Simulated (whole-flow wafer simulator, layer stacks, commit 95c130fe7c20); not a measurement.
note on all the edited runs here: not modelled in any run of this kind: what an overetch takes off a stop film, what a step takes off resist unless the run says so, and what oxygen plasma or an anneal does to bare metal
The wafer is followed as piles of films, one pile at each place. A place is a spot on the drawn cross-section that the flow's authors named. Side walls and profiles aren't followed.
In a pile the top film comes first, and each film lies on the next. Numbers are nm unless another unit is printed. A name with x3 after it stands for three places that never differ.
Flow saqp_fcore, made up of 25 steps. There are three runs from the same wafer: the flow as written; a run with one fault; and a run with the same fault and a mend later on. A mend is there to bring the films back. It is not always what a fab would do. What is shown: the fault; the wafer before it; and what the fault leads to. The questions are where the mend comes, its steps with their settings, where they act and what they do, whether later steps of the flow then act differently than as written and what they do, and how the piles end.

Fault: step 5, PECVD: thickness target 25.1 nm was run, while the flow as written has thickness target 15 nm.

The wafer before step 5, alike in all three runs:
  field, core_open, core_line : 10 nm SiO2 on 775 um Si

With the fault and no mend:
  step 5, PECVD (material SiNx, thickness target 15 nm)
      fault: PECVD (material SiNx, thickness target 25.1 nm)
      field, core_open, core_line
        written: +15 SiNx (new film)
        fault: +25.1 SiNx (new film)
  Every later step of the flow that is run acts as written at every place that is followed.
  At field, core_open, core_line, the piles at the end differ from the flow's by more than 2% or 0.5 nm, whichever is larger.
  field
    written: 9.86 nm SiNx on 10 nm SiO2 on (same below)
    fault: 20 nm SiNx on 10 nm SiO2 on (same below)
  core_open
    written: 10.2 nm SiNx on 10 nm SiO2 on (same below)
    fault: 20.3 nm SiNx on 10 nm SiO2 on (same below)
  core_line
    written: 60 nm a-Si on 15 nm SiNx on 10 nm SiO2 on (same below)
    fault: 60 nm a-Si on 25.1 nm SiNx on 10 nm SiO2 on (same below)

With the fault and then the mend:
  After step 5 comes the mend.
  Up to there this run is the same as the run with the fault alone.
  step 5a, ETCH (chemistry h3po4, depth target 10.1 nm)
      field, core_open, core_line
        -10.1 SiNx
  Every later step of the flow that is run acts as written at every place that is followed.
  By the end, the piles equal the flow's at every place that both follow.
